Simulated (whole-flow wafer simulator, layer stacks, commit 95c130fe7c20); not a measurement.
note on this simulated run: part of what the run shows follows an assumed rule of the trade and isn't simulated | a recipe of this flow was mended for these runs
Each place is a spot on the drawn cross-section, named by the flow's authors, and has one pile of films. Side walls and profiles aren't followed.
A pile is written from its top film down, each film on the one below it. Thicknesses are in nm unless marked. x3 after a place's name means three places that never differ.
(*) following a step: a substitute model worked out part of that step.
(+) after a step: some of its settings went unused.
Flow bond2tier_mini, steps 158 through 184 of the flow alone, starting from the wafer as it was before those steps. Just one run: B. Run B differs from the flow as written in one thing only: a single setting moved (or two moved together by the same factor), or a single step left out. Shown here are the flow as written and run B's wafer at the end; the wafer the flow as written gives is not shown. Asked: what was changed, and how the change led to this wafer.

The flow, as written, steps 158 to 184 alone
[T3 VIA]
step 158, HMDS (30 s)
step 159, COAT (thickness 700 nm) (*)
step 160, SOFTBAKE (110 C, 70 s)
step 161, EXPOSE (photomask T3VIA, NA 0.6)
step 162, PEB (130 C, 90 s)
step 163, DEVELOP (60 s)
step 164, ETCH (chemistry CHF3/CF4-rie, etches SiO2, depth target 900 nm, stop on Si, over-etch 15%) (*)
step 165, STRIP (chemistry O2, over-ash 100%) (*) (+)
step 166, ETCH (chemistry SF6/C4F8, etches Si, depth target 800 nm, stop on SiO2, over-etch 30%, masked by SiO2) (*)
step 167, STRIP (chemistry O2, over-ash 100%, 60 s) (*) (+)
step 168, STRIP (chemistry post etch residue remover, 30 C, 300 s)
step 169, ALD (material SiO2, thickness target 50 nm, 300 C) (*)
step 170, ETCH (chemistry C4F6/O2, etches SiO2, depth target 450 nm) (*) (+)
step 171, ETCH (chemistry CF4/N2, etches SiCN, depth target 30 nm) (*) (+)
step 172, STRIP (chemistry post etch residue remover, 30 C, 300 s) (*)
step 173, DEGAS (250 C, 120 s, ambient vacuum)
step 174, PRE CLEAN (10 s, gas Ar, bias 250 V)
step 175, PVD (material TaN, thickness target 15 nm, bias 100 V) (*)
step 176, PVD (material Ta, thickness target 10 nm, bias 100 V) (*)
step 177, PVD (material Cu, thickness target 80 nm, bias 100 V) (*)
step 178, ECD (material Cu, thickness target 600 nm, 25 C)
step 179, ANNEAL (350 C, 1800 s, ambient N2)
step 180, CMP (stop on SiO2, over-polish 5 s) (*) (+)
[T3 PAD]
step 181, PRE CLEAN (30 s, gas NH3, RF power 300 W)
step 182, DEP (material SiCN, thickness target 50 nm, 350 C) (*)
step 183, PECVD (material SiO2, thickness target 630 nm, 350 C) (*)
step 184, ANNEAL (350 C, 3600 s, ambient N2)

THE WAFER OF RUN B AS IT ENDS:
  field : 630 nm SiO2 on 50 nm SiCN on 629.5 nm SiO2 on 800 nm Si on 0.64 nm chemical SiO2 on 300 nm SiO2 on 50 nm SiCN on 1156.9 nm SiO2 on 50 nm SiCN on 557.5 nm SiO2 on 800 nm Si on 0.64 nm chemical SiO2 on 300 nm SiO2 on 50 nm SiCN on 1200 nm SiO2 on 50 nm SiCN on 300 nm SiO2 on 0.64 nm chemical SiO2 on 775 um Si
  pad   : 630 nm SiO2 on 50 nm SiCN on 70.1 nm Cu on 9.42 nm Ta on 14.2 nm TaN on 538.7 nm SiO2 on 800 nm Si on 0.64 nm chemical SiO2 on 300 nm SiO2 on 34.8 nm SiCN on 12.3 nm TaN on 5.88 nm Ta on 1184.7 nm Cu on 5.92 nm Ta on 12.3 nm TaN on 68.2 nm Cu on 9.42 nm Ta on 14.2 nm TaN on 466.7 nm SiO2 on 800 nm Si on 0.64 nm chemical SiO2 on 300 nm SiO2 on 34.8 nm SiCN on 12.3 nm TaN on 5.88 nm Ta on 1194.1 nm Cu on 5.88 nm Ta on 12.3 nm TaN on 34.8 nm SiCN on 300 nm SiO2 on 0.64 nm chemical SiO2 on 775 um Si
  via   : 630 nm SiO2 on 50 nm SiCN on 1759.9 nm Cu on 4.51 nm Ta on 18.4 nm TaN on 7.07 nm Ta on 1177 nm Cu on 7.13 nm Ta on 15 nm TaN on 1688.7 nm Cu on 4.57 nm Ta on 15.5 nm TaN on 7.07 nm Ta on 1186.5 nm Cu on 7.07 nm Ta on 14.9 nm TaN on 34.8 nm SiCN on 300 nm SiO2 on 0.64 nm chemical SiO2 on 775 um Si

The reason: step 170, ETCH: depth target 378 nm was run, while the flow as written has depth target 450 nm.

Step by step, how the change led to this:
  step 170, ETCH (chemistry C4F6/O2, etches SiO2, depth target 450 nm) (*) (+)
      field, pad: -378 SiO2 (in the flow as written it would be: -450 SiO2)
      via: -348.1 SiO2 (all of it), -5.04 SiCN (in the flow as written it would be: -348.1 SiO2 (all of it), -17.2 SiCN)
  step 171, ETCH (chemistry CF4/N2, etches SiCN, depth target 30 nm) (*) (+)
      via: -29.8 SiCN (all of it), -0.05 TaN (in the flow as written it would be: -17.6 SiCN (all of it), -3.01 TaN)
  step 178, ECD (material Cu, thickness target 600 nm, 25 C)
      via: +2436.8 Cu (in the flow as written it would be: +2367 Cu)
